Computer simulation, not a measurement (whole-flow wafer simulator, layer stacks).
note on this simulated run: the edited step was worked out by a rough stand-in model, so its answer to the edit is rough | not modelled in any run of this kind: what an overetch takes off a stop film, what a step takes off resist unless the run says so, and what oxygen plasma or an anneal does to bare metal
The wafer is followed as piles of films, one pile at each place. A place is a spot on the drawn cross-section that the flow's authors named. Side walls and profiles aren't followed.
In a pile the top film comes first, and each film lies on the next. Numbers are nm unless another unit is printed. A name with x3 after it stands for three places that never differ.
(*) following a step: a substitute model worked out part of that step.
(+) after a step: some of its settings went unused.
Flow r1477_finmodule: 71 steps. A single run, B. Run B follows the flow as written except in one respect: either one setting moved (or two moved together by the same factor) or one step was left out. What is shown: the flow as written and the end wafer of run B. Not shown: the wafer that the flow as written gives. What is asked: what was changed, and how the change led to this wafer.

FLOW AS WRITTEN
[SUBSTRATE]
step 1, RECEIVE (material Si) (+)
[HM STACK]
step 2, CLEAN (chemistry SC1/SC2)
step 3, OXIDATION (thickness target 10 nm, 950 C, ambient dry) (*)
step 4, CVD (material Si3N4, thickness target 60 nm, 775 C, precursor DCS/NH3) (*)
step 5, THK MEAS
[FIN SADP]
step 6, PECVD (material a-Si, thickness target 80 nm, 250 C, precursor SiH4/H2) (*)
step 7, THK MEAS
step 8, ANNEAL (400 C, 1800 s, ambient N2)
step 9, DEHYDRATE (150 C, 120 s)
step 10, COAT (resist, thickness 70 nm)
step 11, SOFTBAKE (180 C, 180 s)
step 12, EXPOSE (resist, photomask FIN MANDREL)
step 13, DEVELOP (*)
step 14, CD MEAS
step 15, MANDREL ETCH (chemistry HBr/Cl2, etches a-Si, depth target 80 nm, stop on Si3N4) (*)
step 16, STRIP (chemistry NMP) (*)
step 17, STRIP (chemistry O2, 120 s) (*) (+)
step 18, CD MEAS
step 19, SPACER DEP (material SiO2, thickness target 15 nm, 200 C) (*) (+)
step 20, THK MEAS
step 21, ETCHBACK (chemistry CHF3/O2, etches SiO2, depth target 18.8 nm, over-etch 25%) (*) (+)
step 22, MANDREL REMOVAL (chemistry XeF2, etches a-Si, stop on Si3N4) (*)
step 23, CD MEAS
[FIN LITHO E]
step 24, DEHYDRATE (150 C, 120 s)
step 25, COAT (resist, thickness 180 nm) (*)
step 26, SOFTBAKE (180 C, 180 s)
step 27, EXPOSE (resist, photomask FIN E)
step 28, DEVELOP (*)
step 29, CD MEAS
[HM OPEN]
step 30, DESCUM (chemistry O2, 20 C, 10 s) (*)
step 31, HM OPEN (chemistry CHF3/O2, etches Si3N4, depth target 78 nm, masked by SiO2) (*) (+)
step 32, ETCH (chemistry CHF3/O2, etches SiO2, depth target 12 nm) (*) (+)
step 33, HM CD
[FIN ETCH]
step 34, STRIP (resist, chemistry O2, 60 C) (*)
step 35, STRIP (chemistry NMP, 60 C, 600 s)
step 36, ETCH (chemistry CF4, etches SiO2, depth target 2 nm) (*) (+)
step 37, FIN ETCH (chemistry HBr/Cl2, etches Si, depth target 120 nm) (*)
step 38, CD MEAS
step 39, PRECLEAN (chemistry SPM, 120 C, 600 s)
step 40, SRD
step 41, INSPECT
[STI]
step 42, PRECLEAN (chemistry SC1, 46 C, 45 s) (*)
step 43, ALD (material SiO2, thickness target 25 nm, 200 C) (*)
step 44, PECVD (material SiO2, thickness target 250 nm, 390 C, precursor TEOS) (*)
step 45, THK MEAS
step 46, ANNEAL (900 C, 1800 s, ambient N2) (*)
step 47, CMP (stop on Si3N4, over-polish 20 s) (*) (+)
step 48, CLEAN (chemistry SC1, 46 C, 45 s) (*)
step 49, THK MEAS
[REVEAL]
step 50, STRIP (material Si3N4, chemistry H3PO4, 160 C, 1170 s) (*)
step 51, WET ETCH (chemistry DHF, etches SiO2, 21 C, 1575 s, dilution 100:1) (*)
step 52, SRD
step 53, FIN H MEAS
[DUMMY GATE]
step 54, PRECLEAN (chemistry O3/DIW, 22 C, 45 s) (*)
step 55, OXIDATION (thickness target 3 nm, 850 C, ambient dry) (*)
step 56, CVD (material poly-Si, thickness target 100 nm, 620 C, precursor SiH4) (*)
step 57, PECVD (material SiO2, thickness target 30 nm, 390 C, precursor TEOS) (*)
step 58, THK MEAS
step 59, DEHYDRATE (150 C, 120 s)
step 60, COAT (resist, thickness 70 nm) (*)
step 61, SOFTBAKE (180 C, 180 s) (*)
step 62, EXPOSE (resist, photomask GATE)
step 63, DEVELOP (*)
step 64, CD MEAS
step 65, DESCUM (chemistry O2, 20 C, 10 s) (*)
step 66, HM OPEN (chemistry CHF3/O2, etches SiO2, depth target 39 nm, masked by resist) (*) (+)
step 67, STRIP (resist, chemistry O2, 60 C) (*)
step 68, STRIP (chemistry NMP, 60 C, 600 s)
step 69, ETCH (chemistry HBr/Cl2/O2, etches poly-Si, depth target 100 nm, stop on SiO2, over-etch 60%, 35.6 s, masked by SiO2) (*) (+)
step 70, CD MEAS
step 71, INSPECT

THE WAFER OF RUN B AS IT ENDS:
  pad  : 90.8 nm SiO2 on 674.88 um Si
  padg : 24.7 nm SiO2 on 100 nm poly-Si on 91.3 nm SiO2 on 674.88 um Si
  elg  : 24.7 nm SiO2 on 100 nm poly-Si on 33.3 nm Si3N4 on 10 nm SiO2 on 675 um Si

Cause: step 37, FIN ETCH: depth target 108 nm was run, while the flow as written has depth target 120 nm.

The path from the change to this, step by step:
  step 37, FIN ETCH (chemistry HBr/Cl2, etches Si, depth target 120 nm) (*)
      pad, padg, esg and 19 more: -108 Si (it would be, as written: -120 Si)
      elg, e40lg, e100lg, e200lg, elo, e40lo, e100lo, e200lo: -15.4 Si3N4 (it would be, as written: -17.1 Si3N4)
      (also at 6 further places)
  step 43, ALD (material SiO2, thickness target 25 nm, 200 C) (*)
      s40cg, s45cg, s50cg, s40co, s45co, s50co: +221 SiO2 (new film) (it would be, as written: +232.1 SiO2 (new film))
      esg: +184 SiO2 (new film) (it would be, as written: +194.3 SiO2 (new film))
  step 47, CMP (stop on Si3N4, over-polish 20 s) (*) (+)
      pad, padg, e40sg and 11 more: -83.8 SiO2 (it would be, as written: -71.8 SiO2)
      eso: -84.4 SiO2 (it would be, as written: -72.4 SiO2)
  step 51, WET ETCH (chemistry DHF, etches SiO2, 21 C, 1575 s, dilution 100:1) (*)
      elg, e40lg, e100lg, e200lg, elo, e40lo, e100lo, e200lo: -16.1 SiO2 (all of it), -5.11 Si3N4 (it would be, as written: -17.8 SiO2 (all of it), -4.97 Si3N4)
